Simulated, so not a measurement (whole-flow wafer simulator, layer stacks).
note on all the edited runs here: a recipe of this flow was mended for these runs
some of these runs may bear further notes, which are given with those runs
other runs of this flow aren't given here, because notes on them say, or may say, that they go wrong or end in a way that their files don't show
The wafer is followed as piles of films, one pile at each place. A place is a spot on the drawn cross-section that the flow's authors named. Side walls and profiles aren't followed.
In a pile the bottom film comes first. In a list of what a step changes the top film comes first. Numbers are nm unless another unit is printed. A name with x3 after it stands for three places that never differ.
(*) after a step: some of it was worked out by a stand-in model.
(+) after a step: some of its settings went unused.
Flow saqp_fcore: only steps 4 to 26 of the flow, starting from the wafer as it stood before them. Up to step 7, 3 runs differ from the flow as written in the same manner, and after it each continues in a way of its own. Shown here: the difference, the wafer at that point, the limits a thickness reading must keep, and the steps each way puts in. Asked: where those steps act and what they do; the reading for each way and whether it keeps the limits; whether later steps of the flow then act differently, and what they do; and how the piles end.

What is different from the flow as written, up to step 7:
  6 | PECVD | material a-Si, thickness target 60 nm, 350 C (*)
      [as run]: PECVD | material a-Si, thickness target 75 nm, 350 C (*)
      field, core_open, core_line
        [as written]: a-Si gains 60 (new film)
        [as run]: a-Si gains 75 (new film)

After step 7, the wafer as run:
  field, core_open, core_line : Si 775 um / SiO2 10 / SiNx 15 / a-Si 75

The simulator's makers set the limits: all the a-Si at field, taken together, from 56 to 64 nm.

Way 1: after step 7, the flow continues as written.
  After step 7, the reading is 75 nm, outside the limits.
  Later steps of the flow acting differently than as written:
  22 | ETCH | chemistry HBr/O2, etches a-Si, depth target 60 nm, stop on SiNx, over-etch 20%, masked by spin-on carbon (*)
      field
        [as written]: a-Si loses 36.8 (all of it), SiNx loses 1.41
        [this way]: a-Si loses 51.8 (all of it), SiNx loses 0.81
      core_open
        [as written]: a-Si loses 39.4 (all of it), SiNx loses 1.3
        [this way]: a-Si loses 54.4 (all of it), SiNx loses 0.7
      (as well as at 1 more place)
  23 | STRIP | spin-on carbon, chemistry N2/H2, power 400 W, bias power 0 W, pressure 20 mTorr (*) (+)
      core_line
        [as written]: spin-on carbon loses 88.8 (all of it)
        [this way]: spin-on carbon loses 85.2 (all of it)
  The piles end different from the flow's at field, core_open, core_line by more than 2% or 0.5 nm, whichever is larger.
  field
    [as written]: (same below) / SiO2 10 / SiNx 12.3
    [this way]: (same below) / SiO2 10 / SiNx 12.9
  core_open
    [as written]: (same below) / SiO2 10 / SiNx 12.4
    [this way]: (same below) / SiO2 10 / SiNx 13
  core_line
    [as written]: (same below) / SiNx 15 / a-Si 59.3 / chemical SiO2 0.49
    [this way]: (same below) / SiNx 15 / a-Si 74.3 / chemical SiO2 0.49

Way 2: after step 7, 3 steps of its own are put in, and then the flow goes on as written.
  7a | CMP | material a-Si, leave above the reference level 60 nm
      field, core_open, core_line
        a-Si loses 15
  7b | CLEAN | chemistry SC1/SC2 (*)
      field, core_open, core_line
        chemical SiO2 gains 0.6 (new film), a-Si loses 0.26
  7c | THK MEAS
      leaves every film unchanged at each place that is followed
  After step 7c, the reading is 59.7 nm, within the limits.
  Later steps of the flow acting differently than as written (not shown: 2 more steps that differ only slightly, by at most 2% or 0.5 nm, whichever is larger):
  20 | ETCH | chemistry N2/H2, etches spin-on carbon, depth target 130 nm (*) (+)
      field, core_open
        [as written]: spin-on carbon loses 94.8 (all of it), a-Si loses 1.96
        [this way]: spin-on carbon loses 94.8 (all of it), chemical SiO2 loses 0.6 (all of it), a-Si loses 1.36
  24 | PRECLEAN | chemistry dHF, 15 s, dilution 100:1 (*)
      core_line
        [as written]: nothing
        [this way]: chemical SiO2 loses 0.6 (all of it)
  At the end the piles are close to the flow's at the places that both follow, differing by at most 2% or 0.5 nm, whichever is larger.

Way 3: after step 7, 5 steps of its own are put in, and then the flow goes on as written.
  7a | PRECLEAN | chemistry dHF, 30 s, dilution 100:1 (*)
      leaves every film unchanged at each place that is followed
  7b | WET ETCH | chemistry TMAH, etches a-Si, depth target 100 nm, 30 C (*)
      field, core_open, core_line
        a-Si loses 75 (all of it)
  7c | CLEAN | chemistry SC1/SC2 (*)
      leaves every film unchanged at each place that is followed
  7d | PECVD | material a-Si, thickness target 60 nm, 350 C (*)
      field, core_open, core_line
        a-Si gains 60 (new film)
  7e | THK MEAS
      leaves every film unchanged at each place that is followed
  After step 7e, the reading is 60 nm, within the limits.
  Later steps of the flow that are run all act as written at every place that is followed.
  By the end, the piles equal the flow's at every place that both follow.

Inside the limits: way 2, way 3. Outside the limits: way 1.
